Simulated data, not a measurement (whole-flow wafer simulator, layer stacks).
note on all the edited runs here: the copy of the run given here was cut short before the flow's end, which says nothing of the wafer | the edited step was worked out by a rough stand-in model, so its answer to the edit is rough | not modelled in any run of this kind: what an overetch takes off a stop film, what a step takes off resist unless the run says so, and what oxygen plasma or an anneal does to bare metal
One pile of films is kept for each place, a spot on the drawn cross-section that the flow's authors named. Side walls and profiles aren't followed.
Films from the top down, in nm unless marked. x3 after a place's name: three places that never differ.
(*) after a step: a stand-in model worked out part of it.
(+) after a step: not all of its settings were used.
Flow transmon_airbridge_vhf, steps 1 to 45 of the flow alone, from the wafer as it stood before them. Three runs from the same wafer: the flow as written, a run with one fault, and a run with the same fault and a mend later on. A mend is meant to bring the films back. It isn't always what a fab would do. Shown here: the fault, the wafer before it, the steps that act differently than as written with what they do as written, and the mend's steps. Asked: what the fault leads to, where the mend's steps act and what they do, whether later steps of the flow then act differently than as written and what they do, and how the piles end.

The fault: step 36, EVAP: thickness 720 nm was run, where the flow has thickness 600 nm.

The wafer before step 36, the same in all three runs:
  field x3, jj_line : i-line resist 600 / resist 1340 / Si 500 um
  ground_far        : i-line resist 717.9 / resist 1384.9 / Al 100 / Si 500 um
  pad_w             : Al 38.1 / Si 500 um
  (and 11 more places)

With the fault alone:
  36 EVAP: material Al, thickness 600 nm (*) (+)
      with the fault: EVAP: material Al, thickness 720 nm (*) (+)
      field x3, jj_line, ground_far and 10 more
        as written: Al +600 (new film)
        with the fault: Al +720 (new film)
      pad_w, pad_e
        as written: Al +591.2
        with the fault: Al +709.5
  Later steps of the flow that act differently than as written:
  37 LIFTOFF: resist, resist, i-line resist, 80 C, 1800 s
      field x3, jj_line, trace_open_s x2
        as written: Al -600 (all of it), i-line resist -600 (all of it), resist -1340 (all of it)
        with the fault: Al -720 (all of it), i-line resist -600 (all of it), resist -1340 (all of it)
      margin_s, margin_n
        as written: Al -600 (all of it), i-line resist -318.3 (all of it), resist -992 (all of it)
        with the fault: Al -720 (all of it), i-line resist -318.3 (all of it), resist -992 (all of it)
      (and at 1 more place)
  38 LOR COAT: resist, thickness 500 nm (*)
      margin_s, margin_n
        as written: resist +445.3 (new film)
        with the fault: resist +454.4 (new film)
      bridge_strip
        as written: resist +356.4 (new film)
        with the fault: resist +345.3 (new film)
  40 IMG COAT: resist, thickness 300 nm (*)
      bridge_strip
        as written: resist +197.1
        with the fault: resist +190
  At the end the piles differ from the flow's by more than 2% or 0.5 nm, whichever is larger, at pad_w, flank_w, gap_w, cpw_trace, gap_e, flank_e, pad_e, bridge_strip.
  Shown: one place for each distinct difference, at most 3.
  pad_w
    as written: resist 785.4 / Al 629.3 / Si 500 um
    with the fault: resist 772.3 / Al 747.5 / Si 500 um
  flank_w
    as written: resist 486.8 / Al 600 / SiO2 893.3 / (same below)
    with the fault: resist 480.2 / Al 720 / SiO2 893.3 / (same below)
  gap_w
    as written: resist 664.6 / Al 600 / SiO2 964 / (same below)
    with the fault: resist 655.7 / Al 720 / SiO2 964 / (same below)

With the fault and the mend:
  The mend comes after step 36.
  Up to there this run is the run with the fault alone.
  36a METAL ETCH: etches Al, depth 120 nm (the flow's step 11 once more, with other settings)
      field x3, jj_line, ground_far and 12 more
        Al -120
  No later step of the flow acts differently than as written, at any place that is followed, by more than 2% or 0.5 nm, whichever is larger.
  At the end the piles differ from the flow's only slightly at the places that both follow, by at most 2% or 0.5 nm, whichever is larger.
